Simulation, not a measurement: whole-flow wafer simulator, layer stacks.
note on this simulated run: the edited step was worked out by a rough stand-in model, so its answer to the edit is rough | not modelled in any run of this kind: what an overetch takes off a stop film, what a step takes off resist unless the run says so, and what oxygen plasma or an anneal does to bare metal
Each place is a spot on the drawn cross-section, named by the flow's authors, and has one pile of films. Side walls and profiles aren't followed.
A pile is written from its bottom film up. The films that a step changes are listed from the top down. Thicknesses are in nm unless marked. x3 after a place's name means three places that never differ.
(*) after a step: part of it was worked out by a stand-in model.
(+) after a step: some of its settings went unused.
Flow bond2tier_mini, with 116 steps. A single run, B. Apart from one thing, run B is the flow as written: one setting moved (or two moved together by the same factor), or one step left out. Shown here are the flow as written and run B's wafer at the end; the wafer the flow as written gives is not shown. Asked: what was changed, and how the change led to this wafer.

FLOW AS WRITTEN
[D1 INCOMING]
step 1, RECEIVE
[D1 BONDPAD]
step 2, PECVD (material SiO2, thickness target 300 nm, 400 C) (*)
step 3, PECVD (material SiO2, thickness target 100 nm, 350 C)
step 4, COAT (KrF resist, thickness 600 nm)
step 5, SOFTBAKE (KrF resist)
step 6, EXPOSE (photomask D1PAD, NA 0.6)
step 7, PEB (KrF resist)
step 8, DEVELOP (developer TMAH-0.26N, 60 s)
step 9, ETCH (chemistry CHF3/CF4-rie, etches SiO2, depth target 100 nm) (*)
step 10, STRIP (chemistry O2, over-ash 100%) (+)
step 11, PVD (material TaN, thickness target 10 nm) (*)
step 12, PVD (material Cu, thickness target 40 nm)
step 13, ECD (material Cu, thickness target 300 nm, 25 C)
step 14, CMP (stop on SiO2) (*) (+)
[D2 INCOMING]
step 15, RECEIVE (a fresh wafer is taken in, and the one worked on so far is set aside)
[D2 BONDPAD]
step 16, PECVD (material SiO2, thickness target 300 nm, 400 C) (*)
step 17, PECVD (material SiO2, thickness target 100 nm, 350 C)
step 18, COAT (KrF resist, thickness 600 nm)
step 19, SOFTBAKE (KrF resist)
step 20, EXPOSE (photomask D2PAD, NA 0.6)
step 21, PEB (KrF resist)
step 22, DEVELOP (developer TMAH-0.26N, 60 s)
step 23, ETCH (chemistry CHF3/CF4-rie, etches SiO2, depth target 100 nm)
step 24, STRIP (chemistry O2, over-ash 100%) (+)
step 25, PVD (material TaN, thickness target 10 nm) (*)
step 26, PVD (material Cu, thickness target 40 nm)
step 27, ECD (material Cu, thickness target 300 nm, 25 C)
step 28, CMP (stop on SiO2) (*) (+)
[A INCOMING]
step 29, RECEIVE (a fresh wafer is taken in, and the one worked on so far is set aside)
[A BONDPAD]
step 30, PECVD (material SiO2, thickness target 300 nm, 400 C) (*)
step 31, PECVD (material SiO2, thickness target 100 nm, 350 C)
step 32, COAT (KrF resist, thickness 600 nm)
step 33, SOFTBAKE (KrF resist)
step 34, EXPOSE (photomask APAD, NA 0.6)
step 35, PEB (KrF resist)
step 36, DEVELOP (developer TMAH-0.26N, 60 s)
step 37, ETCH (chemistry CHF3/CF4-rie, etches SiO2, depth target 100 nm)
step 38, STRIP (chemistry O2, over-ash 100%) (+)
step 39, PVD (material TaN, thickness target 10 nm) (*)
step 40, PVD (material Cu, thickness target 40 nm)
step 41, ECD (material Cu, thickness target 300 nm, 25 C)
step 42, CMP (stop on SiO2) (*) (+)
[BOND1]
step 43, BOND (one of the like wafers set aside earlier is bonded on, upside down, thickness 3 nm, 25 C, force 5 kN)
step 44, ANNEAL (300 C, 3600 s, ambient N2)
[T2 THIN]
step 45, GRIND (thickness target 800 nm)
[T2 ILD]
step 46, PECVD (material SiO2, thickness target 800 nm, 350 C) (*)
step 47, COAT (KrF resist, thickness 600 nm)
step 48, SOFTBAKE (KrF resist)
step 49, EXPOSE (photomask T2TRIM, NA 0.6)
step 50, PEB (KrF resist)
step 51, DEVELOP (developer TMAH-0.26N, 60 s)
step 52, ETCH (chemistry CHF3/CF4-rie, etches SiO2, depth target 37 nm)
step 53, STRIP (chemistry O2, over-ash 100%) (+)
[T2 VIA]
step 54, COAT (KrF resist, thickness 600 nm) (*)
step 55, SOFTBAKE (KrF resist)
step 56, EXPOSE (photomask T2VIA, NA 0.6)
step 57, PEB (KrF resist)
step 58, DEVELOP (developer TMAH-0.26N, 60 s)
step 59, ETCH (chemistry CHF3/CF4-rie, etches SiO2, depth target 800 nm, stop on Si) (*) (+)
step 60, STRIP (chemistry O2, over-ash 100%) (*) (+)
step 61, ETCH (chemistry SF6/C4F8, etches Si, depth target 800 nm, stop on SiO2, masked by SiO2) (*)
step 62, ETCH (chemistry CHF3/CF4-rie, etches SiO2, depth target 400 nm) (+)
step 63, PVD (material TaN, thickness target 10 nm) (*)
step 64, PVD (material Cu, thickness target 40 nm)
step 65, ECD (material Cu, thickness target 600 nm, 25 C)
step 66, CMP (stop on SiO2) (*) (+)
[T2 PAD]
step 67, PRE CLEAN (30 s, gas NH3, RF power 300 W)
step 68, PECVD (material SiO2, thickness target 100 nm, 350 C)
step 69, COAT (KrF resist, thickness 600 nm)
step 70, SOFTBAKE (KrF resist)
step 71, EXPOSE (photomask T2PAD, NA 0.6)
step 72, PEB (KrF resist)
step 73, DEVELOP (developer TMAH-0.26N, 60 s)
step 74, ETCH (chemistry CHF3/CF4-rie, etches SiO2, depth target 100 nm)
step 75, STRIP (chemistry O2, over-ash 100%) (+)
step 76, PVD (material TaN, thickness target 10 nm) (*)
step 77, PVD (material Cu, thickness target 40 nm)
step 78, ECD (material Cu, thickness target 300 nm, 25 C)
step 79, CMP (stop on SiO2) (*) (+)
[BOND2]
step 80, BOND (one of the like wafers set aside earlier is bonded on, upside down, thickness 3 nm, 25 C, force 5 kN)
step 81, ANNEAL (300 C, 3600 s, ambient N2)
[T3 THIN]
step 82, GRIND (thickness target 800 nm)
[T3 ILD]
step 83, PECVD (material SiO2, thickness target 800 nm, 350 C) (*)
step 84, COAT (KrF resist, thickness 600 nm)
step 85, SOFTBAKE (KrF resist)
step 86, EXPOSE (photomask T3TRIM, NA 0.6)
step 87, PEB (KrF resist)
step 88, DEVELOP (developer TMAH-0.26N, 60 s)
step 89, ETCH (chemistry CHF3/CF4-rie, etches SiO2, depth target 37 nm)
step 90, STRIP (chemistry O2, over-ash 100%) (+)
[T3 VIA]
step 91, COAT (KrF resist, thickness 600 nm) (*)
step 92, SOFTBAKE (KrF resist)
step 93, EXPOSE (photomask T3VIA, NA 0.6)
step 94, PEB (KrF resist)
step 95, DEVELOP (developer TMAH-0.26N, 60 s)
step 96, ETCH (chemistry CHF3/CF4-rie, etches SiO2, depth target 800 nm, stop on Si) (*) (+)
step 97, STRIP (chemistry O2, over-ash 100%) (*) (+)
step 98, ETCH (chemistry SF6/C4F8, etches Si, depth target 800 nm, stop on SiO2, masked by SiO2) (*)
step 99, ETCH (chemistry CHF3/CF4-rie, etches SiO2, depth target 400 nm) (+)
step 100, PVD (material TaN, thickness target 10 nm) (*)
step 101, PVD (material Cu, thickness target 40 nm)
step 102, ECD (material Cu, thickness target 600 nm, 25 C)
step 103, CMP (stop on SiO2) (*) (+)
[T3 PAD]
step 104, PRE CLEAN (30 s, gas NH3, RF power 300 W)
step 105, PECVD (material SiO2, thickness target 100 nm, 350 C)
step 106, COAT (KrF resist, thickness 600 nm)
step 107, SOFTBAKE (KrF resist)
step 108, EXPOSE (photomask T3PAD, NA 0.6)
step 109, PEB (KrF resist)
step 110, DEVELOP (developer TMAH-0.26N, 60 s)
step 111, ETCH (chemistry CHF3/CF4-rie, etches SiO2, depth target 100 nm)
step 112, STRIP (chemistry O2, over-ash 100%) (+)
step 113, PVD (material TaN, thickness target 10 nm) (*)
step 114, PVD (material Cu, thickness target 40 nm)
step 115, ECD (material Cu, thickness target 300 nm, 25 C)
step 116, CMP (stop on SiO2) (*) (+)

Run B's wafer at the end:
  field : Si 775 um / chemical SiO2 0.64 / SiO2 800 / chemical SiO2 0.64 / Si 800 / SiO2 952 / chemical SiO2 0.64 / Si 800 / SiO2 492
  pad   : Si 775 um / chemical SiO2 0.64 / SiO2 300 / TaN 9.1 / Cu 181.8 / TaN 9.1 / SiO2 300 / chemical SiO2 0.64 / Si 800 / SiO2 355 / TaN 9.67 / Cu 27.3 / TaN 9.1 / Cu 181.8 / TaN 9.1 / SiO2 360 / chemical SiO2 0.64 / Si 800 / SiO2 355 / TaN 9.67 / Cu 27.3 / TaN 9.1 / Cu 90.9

The reason: step 16, PECVD: thickness target 360 nm was run, whereas the flow has thickness target 300 nm.
The wafer lets one read it off: pad has SiO2 360, and step 16 as written asks for 300 nm.

The path from the change to this, step by step:
  step 16, PECVD (material SiO2, thickness target 300 nm, 400 C) (*)
      field, pad, via: +360 SiO2 (new film) (as written it would have been: +300 SiO2 (new film))
  step 80, BOND (one of the like wafers set aside earlier is bonded on, upside down, thickness 3 nm, 25 C, force 5 kN)
      field: +775 um Si (new film), +0.64 chemical SiO2 (new film), +460 SiO2 (as written it would have been: +775 um Si (new film), +0.64 chemical SiO2 (new film), +400 SiO2)
      pad: +775 um Si (new film), +0.64 chemical SiO2 (new film), +360 SiO2 (new film), +9.1 TaN (new film), +90.9 Cu (as written it would have been: +775 um Si (new film), +0.64 chemical SiO2 (new film), +300 SiO2 (new film), +9.1 TaN (new film), +90.9 Cu)
